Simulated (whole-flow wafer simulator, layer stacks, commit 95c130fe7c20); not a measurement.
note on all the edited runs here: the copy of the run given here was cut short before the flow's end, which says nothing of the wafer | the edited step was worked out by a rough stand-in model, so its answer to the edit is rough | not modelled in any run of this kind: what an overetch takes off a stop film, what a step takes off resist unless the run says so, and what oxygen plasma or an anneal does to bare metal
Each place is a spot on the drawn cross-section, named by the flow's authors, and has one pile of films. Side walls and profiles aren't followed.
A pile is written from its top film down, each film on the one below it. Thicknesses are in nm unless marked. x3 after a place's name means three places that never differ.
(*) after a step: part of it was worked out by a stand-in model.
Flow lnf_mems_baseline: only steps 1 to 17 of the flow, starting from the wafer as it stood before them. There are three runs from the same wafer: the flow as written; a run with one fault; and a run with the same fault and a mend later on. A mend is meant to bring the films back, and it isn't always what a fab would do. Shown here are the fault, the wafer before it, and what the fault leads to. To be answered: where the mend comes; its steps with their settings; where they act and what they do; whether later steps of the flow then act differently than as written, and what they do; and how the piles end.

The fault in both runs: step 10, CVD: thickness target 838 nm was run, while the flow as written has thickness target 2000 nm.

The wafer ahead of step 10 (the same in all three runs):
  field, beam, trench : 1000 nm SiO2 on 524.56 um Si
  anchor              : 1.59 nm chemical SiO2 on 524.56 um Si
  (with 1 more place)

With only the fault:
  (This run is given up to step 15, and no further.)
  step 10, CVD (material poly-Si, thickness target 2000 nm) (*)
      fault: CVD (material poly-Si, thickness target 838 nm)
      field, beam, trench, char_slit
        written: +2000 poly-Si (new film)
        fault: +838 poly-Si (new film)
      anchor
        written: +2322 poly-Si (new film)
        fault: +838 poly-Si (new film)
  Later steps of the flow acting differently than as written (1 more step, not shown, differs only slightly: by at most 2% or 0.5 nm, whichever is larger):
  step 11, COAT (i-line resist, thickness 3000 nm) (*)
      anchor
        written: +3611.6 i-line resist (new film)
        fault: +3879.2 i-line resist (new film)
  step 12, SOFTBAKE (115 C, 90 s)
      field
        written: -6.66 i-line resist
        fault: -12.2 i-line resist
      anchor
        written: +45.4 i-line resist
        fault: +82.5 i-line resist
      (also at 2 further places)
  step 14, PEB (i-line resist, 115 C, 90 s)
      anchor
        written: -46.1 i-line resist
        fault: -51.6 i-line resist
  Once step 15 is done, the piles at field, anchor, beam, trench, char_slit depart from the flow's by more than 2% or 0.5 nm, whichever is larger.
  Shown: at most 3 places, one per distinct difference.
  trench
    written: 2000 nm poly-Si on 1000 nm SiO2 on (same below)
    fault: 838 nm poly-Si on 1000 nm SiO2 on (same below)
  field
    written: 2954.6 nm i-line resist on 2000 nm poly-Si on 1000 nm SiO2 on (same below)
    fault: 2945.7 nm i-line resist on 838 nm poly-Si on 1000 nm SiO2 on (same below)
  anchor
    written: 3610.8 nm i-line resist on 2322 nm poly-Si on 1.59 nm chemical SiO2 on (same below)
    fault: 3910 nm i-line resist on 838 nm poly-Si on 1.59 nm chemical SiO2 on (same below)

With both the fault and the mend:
  After step 10 comes the mend.
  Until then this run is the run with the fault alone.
  step 10a, ETCH (chemistry tmah, depth target 1080 nm)
      field, anchor, beam, trench, char_slit
        -838 poly-Si (all of it)
  step 10b, CLEAN (chemistry SC1/SC2) (a further turn of the flow's step 1)
      alters no film at any place that is followed
  step 10c, CVD (material poly-Si, thickness target 2000 nm) (*) (a further turn of the flow's step 10)
      field, beam, trench, char_slit
        +2000 poly-Si (new film)
      anchor
        +2322 poly-Si (new film)
  Every later step of the flow that is run acts as written at every place that is followed.
  By the end, the piles equal the flow's at every place that both follow.
